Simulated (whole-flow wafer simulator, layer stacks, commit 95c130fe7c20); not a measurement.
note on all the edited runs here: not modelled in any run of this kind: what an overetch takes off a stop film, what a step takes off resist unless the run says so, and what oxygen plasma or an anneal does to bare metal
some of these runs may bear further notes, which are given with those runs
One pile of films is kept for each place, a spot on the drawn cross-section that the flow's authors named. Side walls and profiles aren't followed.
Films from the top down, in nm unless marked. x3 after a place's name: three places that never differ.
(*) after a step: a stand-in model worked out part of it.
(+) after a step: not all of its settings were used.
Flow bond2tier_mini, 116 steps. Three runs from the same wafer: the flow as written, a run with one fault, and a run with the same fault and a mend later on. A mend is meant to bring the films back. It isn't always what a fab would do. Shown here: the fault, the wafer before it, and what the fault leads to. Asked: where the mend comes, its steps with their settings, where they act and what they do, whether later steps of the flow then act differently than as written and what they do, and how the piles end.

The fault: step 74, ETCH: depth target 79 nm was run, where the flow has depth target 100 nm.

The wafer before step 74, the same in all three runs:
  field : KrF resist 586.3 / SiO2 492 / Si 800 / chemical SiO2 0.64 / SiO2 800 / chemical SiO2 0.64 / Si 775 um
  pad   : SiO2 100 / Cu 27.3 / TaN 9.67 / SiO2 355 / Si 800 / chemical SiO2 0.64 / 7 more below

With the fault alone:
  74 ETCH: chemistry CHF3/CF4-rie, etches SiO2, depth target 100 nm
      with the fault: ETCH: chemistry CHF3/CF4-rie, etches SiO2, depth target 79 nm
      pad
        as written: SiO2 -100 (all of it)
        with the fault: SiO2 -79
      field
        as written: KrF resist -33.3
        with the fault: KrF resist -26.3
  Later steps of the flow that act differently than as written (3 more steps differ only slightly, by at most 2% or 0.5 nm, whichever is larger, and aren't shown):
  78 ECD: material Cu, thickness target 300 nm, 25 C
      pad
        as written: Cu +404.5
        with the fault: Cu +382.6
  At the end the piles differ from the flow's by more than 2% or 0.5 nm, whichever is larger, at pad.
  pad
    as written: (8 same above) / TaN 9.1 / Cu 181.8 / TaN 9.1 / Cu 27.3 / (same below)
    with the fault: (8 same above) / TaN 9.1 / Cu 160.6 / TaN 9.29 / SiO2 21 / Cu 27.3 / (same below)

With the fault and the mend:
  The mend comes after step 75.
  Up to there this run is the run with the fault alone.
  75a COAT: KrF resist, thickness 600 nm (*) (the flow's step 69 once more)
      field
        KrF resist +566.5 (new film)
      pad
        KrF resist +634.9 (new film)
  75b SOFTBAKE: KrF resist (the flow's step 70 once more)
      changes no film at any place that is followed
  75c EXPOSE: photomask T2PAD, NA 0.6 (the flow's step 71 once more)
      changes no film at any place that is followed
  75d PEB: KrF resist (the flow's step 72 once more)
      changes no film at any place that is followed
  75e DEVELOP: developer TMAH-0.26N, 60 s (the flow's step 73 once more)
      field
        KrF resist -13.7
      pad
        KrF resist -634.9 (all of it)
  75f ETCH: chemistry CHF3/CF4-rie, etches SiO2, depth target 21 nm (the flow's step 74 once more, with other settings)
      field
        KrF resist -7
      pad
        SiO2 -21 (all of it)
  75g STRIP: chemistry O2, over-ash 100% (+) (the flow's step 75 once more)
      field
        KrF resist -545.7 (all of it)
  No later step of the flow acts differently than as written at any place that is followed.
  At the end the piles are the same as the flow's at every place that both follow.
